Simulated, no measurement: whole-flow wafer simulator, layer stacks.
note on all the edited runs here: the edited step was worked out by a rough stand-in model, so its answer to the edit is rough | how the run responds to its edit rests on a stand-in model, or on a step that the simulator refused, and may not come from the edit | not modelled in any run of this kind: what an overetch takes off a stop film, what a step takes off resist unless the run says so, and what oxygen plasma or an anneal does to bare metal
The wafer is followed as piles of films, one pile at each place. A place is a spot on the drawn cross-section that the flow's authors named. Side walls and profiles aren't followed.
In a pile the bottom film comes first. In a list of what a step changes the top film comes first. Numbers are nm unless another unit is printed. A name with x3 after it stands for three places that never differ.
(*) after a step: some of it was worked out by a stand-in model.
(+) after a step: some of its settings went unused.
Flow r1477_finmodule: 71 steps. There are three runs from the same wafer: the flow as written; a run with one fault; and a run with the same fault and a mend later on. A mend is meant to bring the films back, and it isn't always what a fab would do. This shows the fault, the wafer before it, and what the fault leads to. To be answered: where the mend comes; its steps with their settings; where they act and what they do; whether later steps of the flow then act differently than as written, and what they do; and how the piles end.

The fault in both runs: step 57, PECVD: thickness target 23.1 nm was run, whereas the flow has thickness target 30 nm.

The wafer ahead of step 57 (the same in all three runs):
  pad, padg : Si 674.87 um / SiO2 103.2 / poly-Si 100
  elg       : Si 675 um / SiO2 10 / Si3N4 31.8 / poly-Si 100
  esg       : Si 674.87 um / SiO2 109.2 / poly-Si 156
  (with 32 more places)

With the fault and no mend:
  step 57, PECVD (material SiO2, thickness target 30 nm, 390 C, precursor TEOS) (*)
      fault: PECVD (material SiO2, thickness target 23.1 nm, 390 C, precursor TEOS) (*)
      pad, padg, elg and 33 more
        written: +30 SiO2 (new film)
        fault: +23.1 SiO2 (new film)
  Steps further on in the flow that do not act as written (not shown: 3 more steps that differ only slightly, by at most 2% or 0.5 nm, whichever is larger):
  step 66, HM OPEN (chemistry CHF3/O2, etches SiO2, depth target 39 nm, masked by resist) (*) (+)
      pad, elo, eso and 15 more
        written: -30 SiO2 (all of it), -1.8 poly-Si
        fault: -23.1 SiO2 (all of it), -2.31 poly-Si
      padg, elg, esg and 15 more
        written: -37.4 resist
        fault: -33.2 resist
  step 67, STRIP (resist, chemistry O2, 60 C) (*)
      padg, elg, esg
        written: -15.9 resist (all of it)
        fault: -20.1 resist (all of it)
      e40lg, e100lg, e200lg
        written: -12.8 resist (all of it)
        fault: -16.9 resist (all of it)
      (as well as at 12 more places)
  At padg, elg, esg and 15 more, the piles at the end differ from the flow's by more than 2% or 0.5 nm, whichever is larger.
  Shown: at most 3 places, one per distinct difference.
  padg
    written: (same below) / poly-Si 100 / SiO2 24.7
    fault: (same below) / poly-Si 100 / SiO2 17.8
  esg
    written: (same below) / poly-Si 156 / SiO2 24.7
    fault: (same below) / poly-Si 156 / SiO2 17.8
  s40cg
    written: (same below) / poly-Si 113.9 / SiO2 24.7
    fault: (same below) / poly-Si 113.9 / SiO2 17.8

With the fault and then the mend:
  The mend follows step 64.
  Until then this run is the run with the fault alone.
  step 64a, STRIP (resist, chemistry O2, 60 C)
      padg, elg, esg
        -70 resist (all of it)
      e40lg, e100lg, e200lg
        -66.9 resist (all of it)
      s40sg, s45sg
        -91 resist (all of it)
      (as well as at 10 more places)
  step 64b, PECVD (material SiO2, thickness target 6.9 nm, 390 C, precursor TEOS) (*) (the flow's step 57, run once more with other settings)
      pad, padg, elg and 33 more
        +6.9 SiO2
  step 64c, COAT (resist, thickness 70 nm) (*) (the flow's step 60, run once more)
      e40lg, e100lg, e200lg, elo, e40lo, e100lo, e200lo
        +66.9 resist (new film)
      pad, padg, elg, esg
        +70 resist (new film)
      s40sg, s45sg, s40so, s45so
        +91 resist (new film)
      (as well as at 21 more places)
  step 64d, SOFTBAKE (180 C, 180 s) (*) (the flow's step 61, run once more)
      alters no film at any place that is followed
  step 64e, EXPOSE (resist, photomask GATE) (the flow's step 62, run once more)
      alters no film at any place that is followed
  step 64f, DEVELOP (*) (the flow's step 63, run once more)
      elo, e40lo, e100lo, e200lo
        -66.9 resist (all of it)
      eso, e40so
        -129.5 resist (all of it)
      s40so, s45so
        -91 resist (all of it)
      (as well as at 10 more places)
  Every later step of the flow that is run acts as written at every place that is followed.
  By the end, the piles equal the flow's at every place that both follow.
